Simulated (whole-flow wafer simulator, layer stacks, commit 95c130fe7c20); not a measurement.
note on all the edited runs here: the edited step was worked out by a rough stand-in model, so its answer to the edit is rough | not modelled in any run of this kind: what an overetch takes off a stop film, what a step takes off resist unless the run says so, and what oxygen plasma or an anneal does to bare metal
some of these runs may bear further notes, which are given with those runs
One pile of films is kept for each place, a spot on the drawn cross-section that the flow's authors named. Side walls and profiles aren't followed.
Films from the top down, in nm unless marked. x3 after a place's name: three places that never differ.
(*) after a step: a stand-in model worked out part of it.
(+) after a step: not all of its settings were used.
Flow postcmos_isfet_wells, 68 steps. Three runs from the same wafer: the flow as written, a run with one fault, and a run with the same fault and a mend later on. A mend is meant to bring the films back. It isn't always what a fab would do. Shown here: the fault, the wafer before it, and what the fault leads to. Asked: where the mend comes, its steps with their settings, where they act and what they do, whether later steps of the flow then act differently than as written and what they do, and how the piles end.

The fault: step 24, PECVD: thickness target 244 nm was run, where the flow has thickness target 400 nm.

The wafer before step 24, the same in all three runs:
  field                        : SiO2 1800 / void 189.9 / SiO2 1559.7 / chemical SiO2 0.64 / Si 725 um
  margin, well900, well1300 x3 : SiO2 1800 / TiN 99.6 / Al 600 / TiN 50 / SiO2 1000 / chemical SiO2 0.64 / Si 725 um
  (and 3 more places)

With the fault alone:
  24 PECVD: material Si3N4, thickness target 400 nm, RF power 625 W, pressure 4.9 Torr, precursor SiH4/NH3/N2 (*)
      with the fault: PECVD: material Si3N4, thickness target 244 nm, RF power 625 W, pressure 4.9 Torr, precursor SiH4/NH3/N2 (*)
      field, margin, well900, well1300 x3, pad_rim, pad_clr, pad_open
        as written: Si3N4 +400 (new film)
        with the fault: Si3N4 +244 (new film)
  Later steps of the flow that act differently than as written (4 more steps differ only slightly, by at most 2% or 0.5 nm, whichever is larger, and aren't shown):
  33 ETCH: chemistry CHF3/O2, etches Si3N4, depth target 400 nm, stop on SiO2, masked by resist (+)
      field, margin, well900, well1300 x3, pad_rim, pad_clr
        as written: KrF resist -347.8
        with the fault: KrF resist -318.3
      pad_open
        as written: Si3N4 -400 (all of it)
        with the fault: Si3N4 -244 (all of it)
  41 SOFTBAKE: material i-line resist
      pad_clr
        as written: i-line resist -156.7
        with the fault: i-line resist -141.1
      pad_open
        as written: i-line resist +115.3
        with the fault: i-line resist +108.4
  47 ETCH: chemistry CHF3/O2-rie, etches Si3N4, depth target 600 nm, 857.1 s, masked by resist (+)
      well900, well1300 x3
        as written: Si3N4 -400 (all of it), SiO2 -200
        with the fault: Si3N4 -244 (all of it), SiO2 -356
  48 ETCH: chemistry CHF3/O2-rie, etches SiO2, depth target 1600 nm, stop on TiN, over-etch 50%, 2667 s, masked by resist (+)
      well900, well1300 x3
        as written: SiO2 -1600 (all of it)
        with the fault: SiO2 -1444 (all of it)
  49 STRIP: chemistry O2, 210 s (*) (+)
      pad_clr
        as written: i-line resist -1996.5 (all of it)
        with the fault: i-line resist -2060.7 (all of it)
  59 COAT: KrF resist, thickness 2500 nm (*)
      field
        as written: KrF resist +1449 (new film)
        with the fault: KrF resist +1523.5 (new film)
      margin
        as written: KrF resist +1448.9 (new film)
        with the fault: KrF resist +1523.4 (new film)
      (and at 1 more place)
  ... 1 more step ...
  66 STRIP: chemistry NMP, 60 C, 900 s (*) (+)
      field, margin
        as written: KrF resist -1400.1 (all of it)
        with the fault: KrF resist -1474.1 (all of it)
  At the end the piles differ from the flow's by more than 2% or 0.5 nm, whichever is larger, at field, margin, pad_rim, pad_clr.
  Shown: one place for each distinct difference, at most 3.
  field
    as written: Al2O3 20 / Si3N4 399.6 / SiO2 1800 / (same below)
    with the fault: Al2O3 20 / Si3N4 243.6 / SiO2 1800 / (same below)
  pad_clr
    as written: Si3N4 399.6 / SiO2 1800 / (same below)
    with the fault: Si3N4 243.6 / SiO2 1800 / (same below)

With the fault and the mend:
  The mend comes after step 24.
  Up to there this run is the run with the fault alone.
  24a PECVD: material Si3N4, thickness target 156 nm, RF power 625 W, pressure 4.9 Torr, precursor SiH4/NH3/N2 (*) (the flow's step 24 once more, with other settings)
      field, margin, well900, well1300 x3, pad_rim, pad_clr, pad_open
        Si3N4 +156
  No later step of the flow acts differently than as written at any place that is followed.
  At the end the piles are the same as the flow's at every place that both follow.
